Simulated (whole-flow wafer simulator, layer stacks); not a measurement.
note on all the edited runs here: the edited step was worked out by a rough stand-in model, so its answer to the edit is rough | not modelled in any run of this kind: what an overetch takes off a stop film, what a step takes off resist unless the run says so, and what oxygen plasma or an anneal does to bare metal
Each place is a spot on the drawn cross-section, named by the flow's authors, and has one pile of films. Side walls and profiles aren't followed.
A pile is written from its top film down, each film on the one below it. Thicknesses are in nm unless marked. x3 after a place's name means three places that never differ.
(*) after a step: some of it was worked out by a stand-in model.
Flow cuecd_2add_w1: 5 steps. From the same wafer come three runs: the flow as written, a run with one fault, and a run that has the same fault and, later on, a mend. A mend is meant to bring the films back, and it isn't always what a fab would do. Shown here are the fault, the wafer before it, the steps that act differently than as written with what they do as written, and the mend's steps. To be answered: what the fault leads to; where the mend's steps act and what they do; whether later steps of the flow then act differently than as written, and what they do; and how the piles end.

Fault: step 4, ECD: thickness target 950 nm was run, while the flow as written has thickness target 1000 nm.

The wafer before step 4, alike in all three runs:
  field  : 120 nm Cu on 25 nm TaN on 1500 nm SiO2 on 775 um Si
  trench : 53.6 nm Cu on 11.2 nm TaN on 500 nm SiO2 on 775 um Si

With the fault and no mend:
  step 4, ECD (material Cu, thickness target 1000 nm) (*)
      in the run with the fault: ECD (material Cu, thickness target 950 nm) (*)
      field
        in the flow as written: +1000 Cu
        in the run with the fault: +950 Cu
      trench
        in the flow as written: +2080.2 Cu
        in the run with the fault: +2030.2 Cu
  None of the later steps of the flow acts differently than as written at any place that is followed.
  By the end, the piles at field, trench depart from the flow's by more than 2% or 0.5 nm, whichever is larger.
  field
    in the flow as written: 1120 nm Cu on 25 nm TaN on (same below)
    in the run with the fault: 1070 nm Cu on 25 nm TaN on (same below)
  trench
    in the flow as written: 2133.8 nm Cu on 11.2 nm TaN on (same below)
    in the run with the fault: 2083.8 nm Cu on 11.2 nm TaN on (same below)

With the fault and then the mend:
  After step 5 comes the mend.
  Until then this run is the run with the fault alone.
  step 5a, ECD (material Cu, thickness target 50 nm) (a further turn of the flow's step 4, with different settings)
      field, trench
        +50 Cu
  None of the later steps of the flow acts differently than as written at any place that is followed.
  By the end, the piles equal the flow's at every place that both follow.
